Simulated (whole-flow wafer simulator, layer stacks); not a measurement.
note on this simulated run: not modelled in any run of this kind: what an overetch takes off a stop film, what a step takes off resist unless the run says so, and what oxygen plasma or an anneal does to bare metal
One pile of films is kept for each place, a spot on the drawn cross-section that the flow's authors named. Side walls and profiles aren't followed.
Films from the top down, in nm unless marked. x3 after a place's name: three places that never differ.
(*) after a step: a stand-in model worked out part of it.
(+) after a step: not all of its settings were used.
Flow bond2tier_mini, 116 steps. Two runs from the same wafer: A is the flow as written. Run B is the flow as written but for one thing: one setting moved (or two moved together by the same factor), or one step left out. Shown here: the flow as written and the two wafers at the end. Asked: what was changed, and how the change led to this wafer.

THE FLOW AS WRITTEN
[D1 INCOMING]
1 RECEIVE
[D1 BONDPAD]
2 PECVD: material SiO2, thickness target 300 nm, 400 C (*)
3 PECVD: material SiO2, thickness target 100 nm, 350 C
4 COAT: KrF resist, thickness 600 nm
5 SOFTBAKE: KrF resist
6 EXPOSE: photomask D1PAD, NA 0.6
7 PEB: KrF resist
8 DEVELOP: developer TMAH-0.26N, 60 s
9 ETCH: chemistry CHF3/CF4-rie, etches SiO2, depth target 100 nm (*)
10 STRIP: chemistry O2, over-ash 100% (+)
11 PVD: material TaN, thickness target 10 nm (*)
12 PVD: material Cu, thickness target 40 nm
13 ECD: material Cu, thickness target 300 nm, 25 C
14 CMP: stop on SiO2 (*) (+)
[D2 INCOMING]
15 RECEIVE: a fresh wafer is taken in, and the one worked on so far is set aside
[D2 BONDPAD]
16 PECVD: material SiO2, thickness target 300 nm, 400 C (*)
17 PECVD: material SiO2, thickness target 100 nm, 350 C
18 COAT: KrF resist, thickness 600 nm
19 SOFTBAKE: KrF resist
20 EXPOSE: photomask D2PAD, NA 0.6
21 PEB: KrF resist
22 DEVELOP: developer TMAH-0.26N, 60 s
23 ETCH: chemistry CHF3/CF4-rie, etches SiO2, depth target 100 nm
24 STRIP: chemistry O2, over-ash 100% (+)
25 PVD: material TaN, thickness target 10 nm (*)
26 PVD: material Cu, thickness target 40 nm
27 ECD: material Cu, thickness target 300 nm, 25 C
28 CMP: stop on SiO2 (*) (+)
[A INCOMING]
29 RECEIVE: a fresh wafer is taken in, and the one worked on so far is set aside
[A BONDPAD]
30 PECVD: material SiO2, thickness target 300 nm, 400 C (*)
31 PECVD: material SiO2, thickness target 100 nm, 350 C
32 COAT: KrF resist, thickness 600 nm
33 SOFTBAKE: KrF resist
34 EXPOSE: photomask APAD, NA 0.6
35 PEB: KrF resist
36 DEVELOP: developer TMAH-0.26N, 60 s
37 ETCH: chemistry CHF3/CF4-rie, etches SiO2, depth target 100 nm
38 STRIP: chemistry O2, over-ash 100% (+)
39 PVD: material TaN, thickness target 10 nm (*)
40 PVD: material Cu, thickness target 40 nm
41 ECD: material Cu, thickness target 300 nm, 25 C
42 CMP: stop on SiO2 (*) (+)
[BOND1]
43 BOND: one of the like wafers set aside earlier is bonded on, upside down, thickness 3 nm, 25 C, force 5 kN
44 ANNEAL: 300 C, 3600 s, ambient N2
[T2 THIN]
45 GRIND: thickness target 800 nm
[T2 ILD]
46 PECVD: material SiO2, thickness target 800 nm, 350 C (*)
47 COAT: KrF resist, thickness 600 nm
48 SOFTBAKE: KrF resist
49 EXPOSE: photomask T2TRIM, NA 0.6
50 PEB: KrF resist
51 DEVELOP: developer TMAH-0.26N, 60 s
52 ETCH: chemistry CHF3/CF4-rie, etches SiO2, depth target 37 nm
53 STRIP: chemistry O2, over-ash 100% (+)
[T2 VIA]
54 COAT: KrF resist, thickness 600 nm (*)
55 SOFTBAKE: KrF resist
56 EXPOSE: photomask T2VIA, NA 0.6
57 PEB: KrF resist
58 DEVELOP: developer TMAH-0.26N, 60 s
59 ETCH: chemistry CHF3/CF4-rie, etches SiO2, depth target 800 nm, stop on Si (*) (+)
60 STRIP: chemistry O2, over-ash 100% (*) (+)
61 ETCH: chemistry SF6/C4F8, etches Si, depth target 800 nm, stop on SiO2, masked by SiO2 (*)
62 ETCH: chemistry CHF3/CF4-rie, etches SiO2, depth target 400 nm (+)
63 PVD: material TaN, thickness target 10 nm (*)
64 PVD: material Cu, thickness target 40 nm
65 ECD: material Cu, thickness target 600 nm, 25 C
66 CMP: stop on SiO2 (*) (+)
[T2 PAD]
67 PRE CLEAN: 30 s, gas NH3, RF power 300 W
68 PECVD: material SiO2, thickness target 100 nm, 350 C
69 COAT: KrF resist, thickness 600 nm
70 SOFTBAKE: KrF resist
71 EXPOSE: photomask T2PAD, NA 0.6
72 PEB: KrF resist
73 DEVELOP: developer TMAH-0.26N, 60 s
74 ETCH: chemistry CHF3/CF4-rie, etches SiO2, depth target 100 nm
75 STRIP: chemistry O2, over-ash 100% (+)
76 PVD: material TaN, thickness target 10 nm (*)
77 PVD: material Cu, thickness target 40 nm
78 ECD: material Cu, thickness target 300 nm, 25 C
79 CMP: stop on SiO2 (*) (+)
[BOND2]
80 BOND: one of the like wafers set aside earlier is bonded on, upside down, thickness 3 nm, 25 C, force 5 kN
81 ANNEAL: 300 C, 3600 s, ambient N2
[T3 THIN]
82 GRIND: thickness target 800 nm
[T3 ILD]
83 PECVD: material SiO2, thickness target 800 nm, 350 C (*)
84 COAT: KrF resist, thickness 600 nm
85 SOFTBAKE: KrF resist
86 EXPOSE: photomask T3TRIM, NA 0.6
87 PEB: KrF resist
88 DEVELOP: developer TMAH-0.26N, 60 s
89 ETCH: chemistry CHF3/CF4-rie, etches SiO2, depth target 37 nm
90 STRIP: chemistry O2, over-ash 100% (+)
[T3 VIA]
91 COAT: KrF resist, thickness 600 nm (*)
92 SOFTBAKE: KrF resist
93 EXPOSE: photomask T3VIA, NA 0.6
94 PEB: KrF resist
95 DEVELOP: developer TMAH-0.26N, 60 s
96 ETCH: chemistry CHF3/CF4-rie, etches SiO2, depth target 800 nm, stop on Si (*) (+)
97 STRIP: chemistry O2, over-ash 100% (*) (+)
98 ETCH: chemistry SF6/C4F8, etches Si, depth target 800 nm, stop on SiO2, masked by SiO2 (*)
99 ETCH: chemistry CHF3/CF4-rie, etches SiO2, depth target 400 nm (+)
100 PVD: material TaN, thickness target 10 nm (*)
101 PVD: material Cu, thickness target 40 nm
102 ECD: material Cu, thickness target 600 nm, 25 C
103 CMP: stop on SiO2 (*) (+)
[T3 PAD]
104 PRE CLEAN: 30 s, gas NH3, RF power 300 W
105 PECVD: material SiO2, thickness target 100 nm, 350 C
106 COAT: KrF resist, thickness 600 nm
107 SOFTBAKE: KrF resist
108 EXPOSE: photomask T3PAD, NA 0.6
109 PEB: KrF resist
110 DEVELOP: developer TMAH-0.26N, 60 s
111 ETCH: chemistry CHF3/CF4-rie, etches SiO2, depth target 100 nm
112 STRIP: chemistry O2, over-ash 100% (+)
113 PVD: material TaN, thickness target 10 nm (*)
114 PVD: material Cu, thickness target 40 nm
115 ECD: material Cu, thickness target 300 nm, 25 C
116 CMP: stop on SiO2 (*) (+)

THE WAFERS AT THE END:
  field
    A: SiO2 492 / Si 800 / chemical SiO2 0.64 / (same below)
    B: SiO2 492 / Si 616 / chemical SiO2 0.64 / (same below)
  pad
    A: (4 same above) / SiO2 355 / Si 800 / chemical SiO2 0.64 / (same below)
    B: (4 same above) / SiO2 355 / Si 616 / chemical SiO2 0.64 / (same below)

The cause: step 82, GRIND: thickness target 616 nm was run, where the flow has thickness target 800 nm.
It can be read off the wafer: field has Si 616, and step 82 as written asks for 800 nm.

How the change led to this, step by step:
  82 GRIND: thickness target 800 nm
      field, pad: A Si -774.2 um | B Si -774.38 um
